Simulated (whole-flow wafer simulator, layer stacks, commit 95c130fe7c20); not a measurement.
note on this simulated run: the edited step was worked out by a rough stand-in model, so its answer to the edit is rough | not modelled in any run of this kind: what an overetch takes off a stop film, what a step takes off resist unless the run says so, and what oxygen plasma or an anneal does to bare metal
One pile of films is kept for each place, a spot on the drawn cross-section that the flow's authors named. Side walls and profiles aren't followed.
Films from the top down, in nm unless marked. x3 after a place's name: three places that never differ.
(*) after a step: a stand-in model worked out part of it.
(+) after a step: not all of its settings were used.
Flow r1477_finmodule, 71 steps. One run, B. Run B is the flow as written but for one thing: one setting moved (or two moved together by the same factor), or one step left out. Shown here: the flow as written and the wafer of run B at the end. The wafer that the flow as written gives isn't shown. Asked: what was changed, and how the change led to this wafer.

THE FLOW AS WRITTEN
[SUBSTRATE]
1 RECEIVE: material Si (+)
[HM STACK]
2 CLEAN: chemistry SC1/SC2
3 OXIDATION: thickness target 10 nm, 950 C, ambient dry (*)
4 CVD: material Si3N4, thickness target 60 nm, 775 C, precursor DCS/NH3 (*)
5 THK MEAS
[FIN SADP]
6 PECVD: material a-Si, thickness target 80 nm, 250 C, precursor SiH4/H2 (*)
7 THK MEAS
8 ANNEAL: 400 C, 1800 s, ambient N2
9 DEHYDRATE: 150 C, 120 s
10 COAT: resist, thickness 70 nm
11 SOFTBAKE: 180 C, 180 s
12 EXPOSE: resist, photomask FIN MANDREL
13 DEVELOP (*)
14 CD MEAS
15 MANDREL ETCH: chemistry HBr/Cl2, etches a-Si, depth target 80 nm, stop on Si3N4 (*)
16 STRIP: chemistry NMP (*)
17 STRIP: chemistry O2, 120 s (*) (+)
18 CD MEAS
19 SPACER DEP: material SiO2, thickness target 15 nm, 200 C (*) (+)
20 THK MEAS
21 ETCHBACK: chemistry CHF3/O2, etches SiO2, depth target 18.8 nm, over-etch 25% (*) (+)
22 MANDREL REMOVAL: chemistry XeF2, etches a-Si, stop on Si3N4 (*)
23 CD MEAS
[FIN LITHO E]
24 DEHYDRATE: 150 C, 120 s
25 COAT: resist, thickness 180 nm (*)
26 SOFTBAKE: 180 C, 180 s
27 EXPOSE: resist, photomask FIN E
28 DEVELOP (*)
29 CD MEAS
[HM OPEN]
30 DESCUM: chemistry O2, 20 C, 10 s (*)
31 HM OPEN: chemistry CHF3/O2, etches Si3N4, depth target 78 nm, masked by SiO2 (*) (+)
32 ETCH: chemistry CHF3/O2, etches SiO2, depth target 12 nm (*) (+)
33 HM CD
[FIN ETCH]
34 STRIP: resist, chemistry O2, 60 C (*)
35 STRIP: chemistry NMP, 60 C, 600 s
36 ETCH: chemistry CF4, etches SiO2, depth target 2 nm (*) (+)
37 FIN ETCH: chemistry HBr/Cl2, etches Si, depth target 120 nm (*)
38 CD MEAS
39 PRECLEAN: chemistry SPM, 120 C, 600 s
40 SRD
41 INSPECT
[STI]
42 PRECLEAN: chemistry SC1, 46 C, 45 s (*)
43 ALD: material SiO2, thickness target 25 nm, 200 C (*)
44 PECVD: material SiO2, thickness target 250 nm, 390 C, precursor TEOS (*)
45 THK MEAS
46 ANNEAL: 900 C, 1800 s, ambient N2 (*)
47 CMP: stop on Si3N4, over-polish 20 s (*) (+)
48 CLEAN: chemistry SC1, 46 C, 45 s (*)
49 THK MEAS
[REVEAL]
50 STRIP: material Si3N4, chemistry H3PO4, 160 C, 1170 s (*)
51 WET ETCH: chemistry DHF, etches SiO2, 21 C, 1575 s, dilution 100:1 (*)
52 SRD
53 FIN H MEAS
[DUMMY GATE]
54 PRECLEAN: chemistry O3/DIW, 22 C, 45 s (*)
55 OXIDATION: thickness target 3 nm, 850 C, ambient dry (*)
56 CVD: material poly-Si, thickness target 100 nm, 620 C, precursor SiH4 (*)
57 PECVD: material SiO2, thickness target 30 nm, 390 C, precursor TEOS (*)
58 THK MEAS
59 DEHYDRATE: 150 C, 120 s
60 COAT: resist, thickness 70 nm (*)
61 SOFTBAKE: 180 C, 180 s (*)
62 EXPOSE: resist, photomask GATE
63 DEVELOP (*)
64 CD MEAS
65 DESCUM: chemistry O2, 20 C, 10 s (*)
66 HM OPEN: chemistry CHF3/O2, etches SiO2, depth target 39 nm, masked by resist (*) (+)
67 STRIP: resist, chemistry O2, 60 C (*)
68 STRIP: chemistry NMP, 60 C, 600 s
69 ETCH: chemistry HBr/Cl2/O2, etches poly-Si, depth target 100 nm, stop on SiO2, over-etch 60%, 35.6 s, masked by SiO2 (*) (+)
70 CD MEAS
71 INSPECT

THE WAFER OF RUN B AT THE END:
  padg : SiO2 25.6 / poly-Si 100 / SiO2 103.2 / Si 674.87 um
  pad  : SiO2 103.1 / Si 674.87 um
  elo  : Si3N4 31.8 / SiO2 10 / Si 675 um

The cause: step 69, ETCH: depth target 82.5 nm was run, where the flow has depth target 100 nm.

How the change led to this, step by step:
  69 ETCH: chemistry HBr/Cl2/O2, etches poly-Si, depth target 100 nm, stop on SiO2, over-etch 60%, 35.6 s, masked by SiO2 (*) (+)
      padg, elg, esg and 15 more: SiO2 -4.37 (as written it would be: SiO2 -5.3)
